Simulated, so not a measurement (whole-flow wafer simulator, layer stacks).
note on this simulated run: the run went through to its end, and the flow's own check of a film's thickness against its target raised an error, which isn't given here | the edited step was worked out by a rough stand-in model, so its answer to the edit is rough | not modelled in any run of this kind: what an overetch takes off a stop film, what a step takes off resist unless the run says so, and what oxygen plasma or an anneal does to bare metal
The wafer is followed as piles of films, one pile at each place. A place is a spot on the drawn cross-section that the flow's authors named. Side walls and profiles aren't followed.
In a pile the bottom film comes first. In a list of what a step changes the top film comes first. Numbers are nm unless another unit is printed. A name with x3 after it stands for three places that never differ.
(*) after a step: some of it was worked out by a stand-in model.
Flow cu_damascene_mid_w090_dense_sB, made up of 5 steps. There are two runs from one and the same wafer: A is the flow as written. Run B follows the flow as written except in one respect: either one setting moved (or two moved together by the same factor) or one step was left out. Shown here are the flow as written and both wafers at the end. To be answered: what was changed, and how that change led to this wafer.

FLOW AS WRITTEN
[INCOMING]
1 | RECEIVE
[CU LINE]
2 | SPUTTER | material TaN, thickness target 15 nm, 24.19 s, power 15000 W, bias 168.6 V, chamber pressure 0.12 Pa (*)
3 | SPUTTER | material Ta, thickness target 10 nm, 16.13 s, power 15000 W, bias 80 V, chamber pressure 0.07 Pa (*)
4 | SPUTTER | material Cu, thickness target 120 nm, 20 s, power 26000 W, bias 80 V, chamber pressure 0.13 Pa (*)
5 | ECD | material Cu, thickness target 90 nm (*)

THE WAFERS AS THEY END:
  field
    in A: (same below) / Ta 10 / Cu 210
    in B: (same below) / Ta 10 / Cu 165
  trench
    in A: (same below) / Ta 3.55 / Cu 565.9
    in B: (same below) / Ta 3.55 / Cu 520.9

What caused this: step 4, SPUTTER: thickness target 75 nm was run, whereas the flow has thickness target 120 nm; step 4, SPUTTER: 12.5 s was run, where the flow has 20 s.

Step by step, how the change led to this:
  4 | SPUTTER | material Cu, thickness target 120 nm, 20 s, power 26000 W, bias 80 V, chamber pressure 0.13 Pa (*)
      field: A +120 Cu (new film) | B +75 Cu (new film)
      trench: A +44.3 Cu (new film) | B +27.7 Cu (new film)
  5 | ECD | material Cu, thickness target 90 nm (*)
      trench: A +521.6 Cu | B +493.2 Cu
